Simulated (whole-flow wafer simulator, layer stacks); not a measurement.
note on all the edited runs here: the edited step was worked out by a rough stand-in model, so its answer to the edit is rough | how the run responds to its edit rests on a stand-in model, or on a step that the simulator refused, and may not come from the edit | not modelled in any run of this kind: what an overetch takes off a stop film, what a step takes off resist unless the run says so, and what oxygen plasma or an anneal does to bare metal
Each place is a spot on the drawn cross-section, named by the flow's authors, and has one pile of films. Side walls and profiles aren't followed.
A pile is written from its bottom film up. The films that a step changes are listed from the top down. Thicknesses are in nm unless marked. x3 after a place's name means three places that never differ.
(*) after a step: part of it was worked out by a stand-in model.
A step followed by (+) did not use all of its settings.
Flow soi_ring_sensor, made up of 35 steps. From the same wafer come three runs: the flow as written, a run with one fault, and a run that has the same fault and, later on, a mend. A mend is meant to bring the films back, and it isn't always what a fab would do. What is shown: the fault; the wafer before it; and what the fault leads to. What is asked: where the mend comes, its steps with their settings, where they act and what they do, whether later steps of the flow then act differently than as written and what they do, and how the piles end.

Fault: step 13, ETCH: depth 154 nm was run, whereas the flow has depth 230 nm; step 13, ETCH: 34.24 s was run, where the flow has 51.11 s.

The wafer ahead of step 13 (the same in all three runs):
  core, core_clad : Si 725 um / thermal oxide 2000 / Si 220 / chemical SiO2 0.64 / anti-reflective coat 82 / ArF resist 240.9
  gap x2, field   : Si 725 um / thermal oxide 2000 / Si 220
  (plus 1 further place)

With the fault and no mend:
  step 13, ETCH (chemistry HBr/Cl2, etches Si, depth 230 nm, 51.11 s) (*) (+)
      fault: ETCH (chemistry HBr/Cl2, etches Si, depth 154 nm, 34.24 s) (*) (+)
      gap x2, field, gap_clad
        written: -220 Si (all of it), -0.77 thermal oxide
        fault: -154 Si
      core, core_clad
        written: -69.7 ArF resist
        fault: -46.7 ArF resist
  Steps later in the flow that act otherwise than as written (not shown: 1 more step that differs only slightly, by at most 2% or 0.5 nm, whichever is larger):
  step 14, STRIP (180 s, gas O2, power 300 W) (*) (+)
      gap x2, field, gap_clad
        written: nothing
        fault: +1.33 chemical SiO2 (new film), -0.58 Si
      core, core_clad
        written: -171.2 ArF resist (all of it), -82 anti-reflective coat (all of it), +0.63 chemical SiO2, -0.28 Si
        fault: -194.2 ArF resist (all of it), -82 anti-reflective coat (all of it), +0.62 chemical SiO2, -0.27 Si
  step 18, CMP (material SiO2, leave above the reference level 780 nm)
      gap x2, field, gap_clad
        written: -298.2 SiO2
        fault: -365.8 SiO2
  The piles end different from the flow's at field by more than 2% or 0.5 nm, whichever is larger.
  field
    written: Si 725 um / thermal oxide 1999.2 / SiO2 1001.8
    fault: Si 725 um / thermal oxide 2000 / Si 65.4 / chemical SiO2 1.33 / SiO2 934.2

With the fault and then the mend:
  The mend follows step 13.
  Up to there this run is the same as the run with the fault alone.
  step 13a, ETCH (chemistry HBr/Cl2, etches Si, depth 76 nm, 16.89 s) (*) (+) (the flow's step 13, run once more with other settings)
      gap x2, field, gap_clad
        -66 Si (all of it), -0.77 thermal oxide
      core, core_clad
        -23 ArF resist
  Later steps of the flow that are run all act as written at every place that is followed.
  At every place that both follow, the piles at the end match the flow's.
